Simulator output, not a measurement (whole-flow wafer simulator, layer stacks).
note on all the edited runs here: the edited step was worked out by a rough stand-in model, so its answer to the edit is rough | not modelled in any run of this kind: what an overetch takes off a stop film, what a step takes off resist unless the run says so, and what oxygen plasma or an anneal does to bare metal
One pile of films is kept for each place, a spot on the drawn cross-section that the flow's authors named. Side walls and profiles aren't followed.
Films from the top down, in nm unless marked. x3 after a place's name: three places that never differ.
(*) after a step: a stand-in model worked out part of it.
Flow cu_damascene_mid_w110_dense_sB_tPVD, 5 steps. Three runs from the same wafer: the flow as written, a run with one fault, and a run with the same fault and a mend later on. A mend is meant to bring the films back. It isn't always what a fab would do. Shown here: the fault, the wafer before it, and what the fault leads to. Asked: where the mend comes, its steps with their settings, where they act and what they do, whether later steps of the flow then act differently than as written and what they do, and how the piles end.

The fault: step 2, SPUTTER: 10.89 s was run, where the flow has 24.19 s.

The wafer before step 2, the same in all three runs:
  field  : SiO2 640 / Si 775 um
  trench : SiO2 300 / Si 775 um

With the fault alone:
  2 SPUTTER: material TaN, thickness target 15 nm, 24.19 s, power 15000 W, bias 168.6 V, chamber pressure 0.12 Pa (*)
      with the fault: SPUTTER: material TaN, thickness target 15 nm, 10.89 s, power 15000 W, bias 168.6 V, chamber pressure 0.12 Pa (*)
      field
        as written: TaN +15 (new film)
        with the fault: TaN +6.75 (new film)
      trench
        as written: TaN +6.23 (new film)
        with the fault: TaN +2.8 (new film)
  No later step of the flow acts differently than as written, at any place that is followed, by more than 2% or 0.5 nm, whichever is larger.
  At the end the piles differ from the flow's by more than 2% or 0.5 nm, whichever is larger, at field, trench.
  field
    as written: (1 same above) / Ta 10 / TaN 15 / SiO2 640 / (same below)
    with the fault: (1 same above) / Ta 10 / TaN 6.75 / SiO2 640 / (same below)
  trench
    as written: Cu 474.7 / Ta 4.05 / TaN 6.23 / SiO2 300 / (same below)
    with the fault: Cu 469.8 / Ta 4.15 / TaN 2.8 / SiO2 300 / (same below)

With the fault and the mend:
  The mend comes after step 2.
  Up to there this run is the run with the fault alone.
  2a SPUTTER: material TaN, thickness target 15 nm, 13.3 s, power 15000 W, bias 168.6 V, chamber pressure 0.12 Pa (*) (the flow's step 2 once more, with other settings)
      field
        TaN +8.25
      trench
        TaN +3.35
  No later step of the flow acts differently than as written, at any place that is followed, by more than 2% or 0.5 nm, whichever is larger.
  At the end the piles differ from the flow's only slightly at the places that both follow, by at most 2% or 0.5 nm, whichever is larger.
